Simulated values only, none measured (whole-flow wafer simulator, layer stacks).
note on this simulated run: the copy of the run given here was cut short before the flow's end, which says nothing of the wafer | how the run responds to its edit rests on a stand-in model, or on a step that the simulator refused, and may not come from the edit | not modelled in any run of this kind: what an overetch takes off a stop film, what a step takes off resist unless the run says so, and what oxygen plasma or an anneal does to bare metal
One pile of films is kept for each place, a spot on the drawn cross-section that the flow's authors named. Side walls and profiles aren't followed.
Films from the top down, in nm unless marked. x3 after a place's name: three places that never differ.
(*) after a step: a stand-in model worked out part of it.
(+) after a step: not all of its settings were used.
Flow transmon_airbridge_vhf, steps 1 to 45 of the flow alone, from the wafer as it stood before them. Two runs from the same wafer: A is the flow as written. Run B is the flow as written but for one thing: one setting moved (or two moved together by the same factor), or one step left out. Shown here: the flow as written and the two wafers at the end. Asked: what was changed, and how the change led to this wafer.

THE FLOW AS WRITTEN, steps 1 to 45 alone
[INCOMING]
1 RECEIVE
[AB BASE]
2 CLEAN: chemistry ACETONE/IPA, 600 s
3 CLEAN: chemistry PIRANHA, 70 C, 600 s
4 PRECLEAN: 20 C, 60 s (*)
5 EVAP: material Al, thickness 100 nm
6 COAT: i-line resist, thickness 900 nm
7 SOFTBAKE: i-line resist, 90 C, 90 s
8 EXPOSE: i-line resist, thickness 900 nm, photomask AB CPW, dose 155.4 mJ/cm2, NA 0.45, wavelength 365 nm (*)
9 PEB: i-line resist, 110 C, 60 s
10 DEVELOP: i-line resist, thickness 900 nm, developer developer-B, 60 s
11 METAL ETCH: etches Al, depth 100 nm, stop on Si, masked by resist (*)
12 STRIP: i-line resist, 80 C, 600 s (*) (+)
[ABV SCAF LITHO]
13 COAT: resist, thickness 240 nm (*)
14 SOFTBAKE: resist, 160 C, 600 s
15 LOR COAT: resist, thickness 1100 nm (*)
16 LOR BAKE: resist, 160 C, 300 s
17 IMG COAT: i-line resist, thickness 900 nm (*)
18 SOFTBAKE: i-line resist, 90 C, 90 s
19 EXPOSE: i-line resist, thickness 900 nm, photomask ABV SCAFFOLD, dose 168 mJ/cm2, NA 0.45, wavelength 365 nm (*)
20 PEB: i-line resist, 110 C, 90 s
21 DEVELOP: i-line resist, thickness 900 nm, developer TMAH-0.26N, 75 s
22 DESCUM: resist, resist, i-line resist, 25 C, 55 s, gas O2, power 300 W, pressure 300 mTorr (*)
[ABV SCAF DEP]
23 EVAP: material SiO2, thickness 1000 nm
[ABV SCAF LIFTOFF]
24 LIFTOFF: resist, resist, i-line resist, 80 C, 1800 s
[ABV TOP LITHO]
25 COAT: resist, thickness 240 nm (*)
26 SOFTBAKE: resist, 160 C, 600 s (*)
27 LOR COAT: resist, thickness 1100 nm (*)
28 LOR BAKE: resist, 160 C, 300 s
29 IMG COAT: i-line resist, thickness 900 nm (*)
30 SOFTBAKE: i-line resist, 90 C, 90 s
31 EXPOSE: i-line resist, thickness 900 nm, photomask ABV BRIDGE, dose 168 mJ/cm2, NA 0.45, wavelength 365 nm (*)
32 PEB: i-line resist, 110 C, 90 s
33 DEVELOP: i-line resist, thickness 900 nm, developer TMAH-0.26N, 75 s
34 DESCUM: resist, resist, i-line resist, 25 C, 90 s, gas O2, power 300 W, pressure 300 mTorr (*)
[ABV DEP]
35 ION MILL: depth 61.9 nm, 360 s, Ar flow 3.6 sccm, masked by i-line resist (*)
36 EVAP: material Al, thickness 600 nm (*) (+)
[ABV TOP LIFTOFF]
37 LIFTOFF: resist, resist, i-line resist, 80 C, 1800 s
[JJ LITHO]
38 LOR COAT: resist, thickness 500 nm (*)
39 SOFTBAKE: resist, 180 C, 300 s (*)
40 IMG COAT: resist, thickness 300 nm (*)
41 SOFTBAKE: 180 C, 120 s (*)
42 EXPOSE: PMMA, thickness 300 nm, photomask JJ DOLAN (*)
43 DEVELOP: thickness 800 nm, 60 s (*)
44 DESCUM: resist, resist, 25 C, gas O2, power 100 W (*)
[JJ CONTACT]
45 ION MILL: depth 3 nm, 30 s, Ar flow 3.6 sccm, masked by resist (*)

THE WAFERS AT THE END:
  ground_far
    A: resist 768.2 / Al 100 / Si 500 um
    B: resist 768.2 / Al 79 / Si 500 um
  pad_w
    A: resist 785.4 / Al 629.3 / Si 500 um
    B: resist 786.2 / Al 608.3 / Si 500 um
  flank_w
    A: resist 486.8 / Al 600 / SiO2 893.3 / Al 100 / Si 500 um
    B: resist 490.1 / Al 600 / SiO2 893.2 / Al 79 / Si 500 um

The cause: step 5, EVAP: thickness 79 nm was run, where the flow has thickness 100 nm.
It can be read off the wafer: ground_far has Al 79, and step 5 as written asks for 100 nm.

How the change led to this, step by step:
  5 EVAP: material Al, thickness 100 nm
      field x3, jj_line, ground_far and 12 more: A Al +100 (new film) | B Al +79 (new film)
  11 METAL ETCH: etches Al, depth 100 nm, stop on Si, masked by resist (*)
      field x3, jj_line, gap_w, gap_e: A Al -100 (all of it) | B Al -79 (all of it)
